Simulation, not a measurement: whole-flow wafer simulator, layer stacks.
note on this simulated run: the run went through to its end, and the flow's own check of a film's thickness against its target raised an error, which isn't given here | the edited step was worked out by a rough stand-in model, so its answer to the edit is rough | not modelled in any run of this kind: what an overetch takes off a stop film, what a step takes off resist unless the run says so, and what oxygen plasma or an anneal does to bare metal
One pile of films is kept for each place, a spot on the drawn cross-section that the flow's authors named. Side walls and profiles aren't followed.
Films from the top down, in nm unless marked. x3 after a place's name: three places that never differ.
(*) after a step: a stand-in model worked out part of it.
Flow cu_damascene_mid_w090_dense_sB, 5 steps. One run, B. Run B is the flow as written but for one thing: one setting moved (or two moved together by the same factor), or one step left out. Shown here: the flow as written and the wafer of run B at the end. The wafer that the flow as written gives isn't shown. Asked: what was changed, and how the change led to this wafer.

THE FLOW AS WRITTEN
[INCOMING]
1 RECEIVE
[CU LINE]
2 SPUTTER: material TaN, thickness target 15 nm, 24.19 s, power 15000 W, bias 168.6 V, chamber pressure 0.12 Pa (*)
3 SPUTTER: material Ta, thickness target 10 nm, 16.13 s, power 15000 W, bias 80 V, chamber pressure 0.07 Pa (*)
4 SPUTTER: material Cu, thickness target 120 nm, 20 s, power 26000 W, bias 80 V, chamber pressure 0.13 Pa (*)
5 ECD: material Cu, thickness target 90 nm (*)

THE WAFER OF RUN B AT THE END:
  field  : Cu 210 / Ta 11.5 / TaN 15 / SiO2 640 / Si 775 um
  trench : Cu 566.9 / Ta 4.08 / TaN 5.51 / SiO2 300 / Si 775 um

The cause: step 3, SPUTTER: thickness target 11.5 nm was run, where the flow has thickness target 10 nm; step 3, SPUTTER: 18.55 s was run, where the flow has 16.13 s.
It can be read off the wafer: field has Ta 11.5, and step 3 as written asks for 10 nm.

How the change led to this, step by step:
  3 SPUTTER: material Ta, thickness target 10 nm, 16.13 s, power 15000 W, bias 80 V, chamber pressure 0.07 Pa (*)
      field: Ta +11.5 (new film) (as written it would be: Ta +10 (new film))
      trench: Ta +4.08 (new film) (as written it would be: Ta +3.55 (new film))
